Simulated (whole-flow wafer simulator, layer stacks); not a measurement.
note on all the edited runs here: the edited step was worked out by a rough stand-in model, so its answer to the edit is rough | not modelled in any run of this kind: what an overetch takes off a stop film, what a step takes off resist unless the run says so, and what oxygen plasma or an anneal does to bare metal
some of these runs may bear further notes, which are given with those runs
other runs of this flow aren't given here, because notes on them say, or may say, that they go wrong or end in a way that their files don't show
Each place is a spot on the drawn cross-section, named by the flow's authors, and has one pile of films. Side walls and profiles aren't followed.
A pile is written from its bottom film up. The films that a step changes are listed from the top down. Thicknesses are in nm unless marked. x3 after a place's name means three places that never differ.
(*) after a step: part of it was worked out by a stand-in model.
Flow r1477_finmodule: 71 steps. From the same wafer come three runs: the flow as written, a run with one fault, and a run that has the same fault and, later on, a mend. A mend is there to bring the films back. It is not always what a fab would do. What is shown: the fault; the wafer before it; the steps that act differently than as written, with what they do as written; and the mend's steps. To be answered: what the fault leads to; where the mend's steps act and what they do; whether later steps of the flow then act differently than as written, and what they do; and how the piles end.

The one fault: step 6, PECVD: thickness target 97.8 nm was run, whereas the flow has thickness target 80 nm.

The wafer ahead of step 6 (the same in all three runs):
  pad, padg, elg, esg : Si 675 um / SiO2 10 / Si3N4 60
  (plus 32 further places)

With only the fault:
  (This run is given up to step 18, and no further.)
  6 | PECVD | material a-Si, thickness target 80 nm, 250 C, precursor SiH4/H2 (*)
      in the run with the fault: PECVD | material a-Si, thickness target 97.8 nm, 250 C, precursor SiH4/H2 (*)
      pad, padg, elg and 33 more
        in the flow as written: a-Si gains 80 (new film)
        in the run with the fault: a-Si gains 97.8 (new film)
  Steps further on in the flow that do not act as written:
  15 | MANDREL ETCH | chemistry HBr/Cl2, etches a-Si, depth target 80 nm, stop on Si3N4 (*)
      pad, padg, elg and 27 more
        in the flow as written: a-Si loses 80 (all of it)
        in the run with the fault: a-Si loses 80
  The piles after step 18 differ from the flow's at pad, padg, elg and 33 more by more than 2% or 0.5 nm, whichever is larger.
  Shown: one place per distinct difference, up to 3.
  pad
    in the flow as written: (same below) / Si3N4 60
    in the run with the fault: (same below) / Si3N4 60 / a-Si 17.8
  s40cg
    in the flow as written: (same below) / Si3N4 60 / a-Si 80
    in the run with the fault: (same below) / Si3N4 60 / a-Si 97.8

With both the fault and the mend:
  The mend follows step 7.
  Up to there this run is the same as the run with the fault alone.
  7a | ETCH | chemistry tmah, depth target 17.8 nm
      pad, padg, elg and 33 more
        a-Si loses 17.8
  None of the later steps of the flow acts differently than as written at any place that is followed.
  By the end, the piles equal the flow's at every place that both follow.
